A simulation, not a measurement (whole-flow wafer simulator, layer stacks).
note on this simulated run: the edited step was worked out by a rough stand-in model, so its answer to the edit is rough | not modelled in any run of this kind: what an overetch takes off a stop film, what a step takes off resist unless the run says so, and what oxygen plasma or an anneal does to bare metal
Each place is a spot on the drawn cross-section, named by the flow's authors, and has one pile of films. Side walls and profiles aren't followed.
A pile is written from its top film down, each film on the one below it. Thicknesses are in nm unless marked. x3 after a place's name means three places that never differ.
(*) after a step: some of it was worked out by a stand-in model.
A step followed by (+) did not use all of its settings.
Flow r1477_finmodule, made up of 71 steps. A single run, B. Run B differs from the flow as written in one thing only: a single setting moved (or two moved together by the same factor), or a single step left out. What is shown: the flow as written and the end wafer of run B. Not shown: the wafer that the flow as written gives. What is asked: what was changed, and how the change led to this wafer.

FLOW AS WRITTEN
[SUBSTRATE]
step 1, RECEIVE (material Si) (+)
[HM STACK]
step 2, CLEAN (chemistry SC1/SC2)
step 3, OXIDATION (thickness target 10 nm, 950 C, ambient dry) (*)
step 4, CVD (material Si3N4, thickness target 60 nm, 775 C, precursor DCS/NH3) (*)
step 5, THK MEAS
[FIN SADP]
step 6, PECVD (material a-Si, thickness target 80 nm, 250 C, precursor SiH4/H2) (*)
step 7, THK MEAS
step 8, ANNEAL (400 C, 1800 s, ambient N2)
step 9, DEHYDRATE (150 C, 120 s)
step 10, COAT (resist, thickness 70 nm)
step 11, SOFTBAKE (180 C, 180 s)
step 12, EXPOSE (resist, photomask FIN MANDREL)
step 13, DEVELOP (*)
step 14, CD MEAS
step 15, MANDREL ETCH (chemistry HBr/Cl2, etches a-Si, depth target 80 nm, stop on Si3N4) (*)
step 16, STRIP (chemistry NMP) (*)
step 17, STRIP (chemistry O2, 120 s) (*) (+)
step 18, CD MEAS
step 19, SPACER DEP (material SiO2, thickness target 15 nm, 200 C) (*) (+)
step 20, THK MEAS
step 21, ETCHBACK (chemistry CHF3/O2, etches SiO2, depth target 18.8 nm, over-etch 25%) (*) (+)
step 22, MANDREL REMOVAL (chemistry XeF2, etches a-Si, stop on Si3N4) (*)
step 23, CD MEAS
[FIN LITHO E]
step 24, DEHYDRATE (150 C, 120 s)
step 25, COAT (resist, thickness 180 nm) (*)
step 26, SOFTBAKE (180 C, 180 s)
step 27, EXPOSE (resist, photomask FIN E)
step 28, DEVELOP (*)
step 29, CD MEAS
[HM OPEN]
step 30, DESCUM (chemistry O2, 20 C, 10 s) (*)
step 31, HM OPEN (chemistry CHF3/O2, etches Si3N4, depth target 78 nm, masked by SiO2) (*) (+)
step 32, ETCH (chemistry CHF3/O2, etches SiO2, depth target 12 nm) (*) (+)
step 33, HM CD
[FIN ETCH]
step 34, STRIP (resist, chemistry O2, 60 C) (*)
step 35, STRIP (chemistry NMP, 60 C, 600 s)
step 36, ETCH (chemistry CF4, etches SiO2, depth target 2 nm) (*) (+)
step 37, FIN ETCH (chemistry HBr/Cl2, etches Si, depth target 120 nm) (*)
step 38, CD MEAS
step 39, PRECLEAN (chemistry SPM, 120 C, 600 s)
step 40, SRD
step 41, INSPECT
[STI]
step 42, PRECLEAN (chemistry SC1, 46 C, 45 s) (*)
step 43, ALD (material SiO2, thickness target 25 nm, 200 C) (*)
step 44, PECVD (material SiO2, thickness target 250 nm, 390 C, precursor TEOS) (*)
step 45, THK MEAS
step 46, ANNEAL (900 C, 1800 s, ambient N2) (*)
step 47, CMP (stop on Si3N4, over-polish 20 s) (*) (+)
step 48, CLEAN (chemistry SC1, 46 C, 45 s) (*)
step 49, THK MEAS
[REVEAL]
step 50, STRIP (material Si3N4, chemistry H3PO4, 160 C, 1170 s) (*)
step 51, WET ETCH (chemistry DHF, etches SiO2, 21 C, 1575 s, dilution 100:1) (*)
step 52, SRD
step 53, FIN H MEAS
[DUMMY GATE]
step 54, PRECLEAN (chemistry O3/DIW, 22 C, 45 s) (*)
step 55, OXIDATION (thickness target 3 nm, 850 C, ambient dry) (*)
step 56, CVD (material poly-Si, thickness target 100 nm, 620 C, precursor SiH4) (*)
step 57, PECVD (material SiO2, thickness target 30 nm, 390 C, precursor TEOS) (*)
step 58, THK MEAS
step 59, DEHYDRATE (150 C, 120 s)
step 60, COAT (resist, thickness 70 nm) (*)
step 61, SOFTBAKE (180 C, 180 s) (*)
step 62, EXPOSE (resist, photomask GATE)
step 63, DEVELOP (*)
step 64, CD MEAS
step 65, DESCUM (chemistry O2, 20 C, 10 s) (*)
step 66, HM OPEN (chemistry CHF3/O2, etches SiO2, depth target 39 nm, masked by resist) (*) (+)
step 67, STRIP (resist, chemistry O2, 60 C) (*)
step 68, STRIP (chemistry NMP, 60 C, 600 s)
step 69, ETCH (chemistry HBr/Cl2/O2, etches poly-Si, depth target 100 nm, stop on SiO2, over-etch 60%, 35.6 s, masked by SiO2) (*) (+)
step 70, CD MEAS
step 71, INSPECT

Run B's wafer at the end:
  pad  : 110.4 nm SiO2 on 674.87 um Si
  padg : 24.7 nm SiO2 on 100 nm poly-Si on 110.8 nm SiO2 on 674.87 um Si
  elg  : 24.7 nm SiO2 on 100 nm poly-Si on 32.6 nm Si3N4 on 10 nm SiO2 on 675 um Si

Cause: step 51, WET ETCH: 18.75 C was run, whereas the flow has 21 C.

The path from the change to this, step by step:
  step 51, WET ETCH (chemistry DHF, etches SiO2, 21 C, 1575 s, dilution 100:1) (*)
      pad, padg, e40sg and 12 more: SiO2 loses 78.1 (it would be, as written: SiO2 loses 85.7)
      elg, e40lg, e100lg, e200lg, elo, e40lo, e100lo, e200lo: SiO2 loses 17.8 (all of it), Si3N4 loses 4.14 (it would be, as written: SiO2 loses 17.8 (all of it), Si3N4 loses 4.97)
      (also at 7 further places)
  step 56, CVD (material poly-Si, thickness target 100 nm, 620 C, precursor SiH4) (*)
      s40cg, s40co: poly-Si gains 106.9 (new film) (it would be, as written: poly-Si gains 113.9 (new film))
      s45cg, s45co: poly-Si gains 106.4 (new film) (it would be, as written: poly-Si gains 113.4 (new film))
      (also at 3 further places)
  step 60, COAT (resist, thickness 70 nm) (*)
      e40sg, eso, e40so: resist gains 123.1 (new film) (it would be, as written: resist gains 129.5 (new film))
      e100sg, e100so: resist gains 123 (new film) (it would be, as written: resist gains 129.4 (new film))
      (also at 8 further places)
  step 63, DEVELOP (*)
      eso, e40so: resist loses 123.1 (all of it) (it would be, as written: resist loses 129.5 (all of it))
      e100so: resist loses 123 (all of it) (it would be, as written: resist loses 129.4 (all of it))
      (also at 4 further places)
  step 67, STRIP (resist, chemistry O2, 60 C) (*)
      e40sg: resist loses 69 (all of it) (it would be, as written: resist loses 75.4 (all of it))
      e100sg: resist loses 68.9 (all of it) (it would be, as written: resist loses 75.3 (all of it))
      (also at 4 further places)
  step 69, ETCH (chemistry HBr/Cl2/O2, etches poly-Si, depth target 100 nm, stop on SiO2, over-etch 60%, 35.6 s, masked by SiO2) (*) (+)
      s40co: chemical SiO2 loses 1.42 (all of it), poly-Si loses 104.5 (all of it), SiO2 loses 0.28 (it would be, as written: chemical SiO2 loses 1.46 (all of it), poly-Si loses 111.5 (all of it), SiO2 loses 0.24)
      s45co: chemical SiO2 loses 1.42 (all of it), poly-Si loses 104 (all of it), SiO2 loses 0.28 (it would be, as written: chemical SiO2 loses 1.46 (all of it), poly-Si loses 110.9 (all of it), SiO2 loses 0.25)
      (also at 1 further place)
